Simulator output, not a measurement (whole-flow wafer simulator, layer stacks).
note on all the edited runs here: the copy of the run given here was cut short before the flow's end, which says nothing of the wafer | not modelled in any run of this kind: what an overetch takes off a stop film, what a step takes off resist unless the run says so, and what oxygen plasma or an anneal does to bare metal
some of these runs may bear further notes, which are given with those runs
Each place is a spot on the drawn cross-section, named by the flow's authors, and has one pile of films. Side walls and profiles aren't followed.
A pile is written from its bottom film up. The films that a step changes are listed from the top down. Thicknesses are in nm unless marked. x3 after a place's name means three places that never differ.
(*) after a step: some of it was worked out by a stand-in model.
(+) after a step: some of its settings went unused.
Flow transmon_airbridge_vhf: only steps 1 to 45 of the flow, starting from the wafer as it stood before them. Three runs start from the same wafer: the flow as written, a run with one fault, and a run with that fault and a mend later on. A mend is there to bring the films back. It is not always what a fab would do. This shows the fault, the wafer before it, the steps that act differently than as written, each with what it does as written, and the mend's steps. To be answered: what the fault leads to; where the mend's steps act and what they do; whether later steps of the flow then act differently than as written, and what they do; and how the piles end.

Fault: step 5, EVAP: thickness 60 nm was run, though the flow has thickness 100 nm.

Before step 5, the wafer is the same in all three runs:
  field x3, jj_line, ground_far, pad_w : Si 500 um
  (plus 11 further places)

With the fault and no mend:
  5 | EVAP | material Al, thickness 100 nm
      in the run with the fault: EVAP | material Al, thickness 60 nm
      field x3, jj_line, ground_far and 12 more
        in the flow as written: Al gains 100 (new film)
        in the run with the fault: Al gains 60 (new film)
  Steps further on in the flow that do not act as written (not shown: 15 more steps that differ only slightly, by at most 2% or 0.5 nm, whichever is larger):
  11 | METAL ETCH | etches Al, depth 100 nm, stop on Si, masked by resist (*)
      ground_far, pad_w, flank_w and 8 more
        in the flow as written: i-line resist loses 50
        in the run with the fault: i-line resist loses 45
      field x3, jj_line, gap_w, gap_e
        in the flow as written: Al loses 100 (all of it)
        in the run with the fault: Al loses 60 (all of it)
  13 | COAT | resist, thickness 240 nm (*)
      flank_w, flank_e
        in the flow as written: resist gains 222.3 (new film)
        in the run with the fault: resist gains 228.9 (new film)
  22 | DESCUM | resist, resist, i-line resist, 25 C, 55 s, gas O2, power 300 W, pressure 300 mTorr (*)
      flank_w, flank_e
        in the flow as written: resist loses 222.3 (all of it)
        in the run with the fault: resist loses 228.9 (all of it)
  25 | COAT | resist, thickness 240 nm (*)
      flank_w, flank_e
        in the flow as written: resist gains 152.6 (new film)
        in the run with the fault: resist gains 157 (new film)
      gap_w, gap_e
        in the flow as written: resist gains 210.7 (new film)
        in the run with the fault: resist gains 206.4 (new film)
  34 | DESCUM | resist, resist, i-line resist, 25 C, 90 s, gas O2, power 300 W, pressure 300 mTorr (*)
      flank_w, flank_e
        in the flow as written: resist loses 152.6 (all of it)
        in the run with the fault: resist loses 157 (all of it)
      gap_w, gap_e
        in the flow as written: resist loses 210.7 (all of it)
        in the run with the fault: resist loses 206.4 (all of it)
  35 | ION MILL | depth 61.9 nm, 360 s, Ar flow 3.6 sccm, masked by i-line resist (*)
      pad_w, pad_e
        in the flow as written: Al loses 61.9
        in the run with the fault: Al loses 60 (all of it), Si loses 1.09
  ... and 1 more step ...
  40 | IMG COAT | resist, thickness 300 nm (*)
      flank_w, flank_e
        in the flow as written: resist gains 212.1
        in the run with the fault: resist gains 218.4
  The piles end different from the flow's at ground_far, pad_w, flank_w and 8 more by more than 2% or 0.5 nm, whichever is larger.
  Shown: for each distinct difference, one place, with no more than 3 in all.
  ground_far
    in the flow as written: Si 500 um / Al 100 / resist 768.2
    in the run with the fault: Si 500 um / Al 60 / resist 768.2
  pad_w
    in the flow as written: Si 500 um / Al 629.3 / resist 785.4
    in the run with the fault: Si 500 um / Al 591.2 / resist 786
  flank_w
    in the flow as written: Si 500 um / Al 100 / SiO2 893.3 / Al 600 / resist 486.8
    in the run with the fault: Si 500 um / Al 60 / SiO2 893.1 / Al 600 / resist 492.3

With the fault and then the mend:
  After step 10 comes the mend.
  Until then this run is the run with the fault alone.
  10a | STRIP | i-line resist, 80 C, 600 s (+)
      ground_far, pad_w, flank_w and 8 more
        i-line resist loses 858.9 (all of it)
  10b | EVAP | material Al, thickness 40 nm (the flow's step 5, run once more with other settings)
      field x3, jj_line, ground_far and 12 more
        Al gains 40
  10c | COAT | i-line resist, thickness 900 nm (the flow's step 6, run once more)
      field x3, jj_line, ground_far and 12 more
        i-line resist gains 900 (new film)
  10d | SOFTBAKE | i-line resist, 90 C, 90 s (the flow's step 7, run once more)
      alters no film at any place that is followed
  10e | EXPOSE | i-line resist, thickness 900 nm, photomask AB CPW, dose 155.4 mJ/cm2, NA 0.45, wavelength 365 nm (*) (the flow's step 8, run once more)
      alters no film at any place that is followed
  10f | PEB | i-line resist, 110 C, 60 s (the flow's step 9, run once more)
      field x3, jj_line, ground_far and 12 more
        i-line resist loses 41
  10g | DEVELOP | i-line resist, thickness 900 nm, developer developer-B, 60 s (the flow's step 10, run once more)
      ground_far, pad_w, flank_w and 8 more
        i-line resist loses 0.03
      field x3, jj_line, gap_w, gap_e
        i-line resist loses 859 (all of it)
  Every later step of the flow that is run acts as written at every place that is followed.
  The piles end the same as the flow's at every place that both follow.
